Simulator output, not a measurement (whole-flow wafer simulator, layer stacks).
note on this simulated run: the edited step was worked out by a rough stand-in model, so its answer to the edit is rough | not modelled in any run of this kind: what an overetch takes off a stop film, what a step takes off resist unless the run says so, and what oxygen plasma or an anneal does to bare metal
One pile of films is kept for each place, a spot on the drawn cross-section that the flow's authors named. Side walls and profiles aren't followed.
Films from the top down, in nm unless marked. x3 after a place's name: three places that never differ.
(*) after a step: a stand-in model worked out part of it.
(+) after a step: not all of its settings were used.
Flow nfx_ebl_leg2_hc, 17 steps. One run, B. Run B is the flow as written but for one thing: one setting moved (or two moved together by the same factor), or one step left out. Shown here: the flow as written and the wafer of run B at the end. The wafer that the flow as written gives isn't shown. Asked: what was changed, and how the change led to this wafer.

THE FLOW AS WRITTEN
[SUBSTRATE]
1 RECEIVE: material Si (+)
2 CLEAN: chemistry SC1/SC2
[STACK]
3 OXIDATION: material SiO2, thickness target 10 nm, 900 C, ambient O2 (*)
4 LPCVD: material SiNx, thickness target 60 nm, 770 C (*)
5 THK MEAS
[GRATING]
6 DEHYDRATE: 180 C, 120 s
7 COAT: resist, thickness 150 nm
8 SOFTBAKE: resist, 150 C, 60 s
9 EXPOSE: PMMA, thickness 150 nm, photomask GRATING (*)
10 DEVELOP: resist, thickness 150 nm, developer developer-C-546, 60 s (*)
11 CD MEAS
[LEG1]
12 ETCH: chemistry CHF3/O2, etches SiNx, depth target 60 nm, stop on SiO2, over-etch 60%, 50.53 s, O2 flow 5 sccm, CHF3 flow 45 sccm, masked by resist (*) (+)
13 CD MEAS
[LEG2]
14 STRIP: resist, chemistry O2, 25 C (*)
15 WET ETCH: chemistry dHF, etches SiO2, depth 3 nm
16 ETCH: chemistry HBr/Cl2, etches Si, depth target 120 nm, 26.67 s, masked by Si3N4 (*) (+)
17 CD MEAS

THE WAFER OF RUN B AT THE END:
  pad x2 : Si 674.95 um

The cause: step 16, ETCH: depth target 48 nm was run, where the flow has depth target 120 nm.

How the change led to this, step by step:
  16 ETCH: chemistry HBr/Cl2, etches Si, depth target 120 nm, 26.67 s, masked by Si3N4 (*) (+)
      pad x2: Si -48 (as written it would be: Si -120)
